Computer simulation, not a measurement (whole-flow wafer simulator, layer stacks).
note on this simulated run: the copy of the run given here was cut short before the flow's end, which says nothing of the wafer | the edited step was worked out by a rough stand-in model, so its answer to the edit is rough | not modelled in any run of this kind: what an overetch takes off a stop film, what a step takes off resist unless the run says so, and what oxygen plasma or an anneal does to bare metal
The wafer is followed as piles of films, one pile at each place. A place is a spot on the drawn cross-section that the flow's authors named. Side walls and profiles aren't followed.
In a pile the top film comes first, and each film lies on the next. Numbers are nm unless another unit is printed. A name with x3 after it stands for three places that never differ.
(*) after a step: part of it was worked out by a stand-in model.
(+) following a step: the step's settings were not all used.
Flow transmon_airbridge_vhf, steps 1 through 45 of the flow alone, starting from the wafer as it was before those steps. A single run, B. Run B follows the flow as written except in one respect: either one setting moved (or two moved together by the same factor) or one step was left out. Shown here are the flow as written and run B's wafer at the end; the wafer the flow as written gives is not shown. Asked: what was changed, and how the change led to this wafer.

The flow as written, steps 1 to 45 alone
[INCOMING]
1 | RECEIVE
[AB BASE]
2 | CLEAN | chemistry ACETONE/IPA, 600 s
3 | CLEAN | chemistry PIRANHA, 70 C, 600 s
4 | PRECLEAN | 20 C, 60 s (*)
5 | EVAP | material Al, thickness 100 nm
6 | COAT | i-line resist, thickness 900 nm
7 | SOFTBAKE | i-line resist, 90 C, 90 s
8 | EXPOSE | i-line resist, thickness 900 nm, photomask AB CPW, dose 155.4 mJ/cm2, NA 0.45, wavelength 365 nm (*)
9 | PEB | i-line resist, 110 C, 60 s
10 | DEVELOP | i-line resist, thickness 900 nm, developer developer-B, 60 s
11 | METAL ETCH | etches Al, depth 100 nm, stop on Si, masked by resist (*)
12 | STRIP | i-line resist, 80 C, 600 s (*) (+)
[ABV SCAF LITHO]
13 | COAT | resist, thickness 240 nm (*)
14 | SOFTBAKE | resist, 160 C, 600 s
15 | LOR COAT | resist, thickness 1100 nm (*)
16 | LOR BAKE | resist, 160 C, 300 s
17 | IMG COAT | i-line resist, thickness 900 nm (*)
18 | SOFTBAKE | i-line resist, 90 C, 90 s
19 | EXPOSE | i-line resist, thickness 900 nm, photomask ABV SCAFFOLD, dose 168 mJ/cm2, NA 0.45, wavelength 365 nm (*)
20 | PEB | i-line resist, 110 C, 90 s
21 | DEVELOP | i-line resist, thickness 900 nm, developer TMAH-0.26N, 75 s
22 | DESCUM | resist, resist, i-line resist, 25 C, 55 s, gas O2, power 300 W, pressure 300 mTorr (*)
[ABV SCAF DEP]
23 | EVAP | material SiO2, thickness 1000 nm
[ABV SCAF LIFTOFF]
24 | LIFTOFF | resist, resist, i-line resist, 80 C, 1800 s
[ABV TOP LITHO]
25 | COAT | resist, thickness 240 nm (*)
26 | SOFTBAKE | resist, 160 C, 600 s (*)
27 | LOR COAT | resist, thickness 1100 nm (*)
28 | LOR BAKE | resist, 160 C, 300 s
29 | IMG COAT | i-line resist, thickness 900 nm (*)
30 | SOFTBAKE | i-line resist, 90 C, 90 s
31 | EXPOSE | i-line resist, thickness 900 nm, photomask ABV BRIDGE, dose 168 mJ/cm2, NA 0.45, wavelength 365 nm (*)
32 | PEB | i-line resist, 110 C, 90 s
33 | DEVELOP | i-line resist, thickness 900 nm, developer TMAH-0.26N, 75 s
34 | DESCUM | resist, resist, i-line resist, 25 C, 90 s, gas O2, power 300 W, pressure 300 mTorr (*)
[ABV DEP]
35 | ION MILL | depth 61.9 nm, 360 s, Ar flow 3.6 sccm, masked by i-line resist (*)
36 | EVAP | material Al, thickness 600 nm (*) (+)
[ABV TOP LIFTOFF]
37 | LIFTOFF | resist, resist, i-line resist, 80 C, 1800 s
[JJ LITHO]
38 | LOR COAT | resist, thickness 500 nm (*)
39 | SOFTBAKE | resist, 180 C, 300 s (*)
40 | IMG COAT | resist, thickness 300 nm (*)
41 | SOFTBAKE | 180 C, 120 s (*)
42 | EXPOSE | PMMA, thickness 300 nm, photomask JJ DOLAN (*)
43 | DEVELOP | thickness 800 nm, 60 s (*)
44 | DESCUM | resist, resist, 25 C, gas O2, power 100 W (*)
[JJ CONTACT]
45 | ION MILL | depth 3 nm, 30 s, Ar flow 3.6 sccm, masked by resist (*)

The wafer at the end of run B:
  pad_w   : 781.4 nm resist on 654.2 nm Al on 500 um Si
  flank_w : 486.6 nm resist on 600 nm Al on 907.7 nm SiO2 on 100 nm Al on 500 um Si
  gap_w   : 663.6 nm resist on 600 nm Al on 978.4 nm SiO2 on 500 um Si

The reason: step 35, ION MILL: depth 37.1 nm was run, while the flow as written has depth 61.9 nm; step 35, ION MILL: 216 s was run, where the flow has 360 s.

How this came from the change, step by step:
  35 | ION MILL | depth 61.9 nm, 360 s, Ar flow 3.6 sccm, masked by i-line resist (*)
      field x3, jj_line, ground_far, trace_open_s x2, margin_s, margin_n: -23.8 i-line resist (as written it would have been: -39.7 i-line resist)
      flank_w, gap_w, cpw_trace, gap_e, flank_e, bridge_strip: -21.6 SiO2 (as written it would have been: -36 SiO2)
      (also at 2 further places)
  37 | LIFTOFF | resist, resist, i-line resist, 80 C, 1800 s
      field x3, jj_line, trace_open_s x2: -600 Al (all of it), -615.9 i-line resist (all of it), -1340 resist (all of it) (as written it would have been: -600 Al (all of it), -600 i-line resist (all of it), -1340 resist (all of it))
      margin_s, margin_n: -600 Al (all of it), -334.2 i-line resist (all of it), -992 resist (all of it) (as written it would have been: -600 Al (all of it), -318.3 i-line resist (all of it), -992 resist (all of it))
      (also at 1 further place)
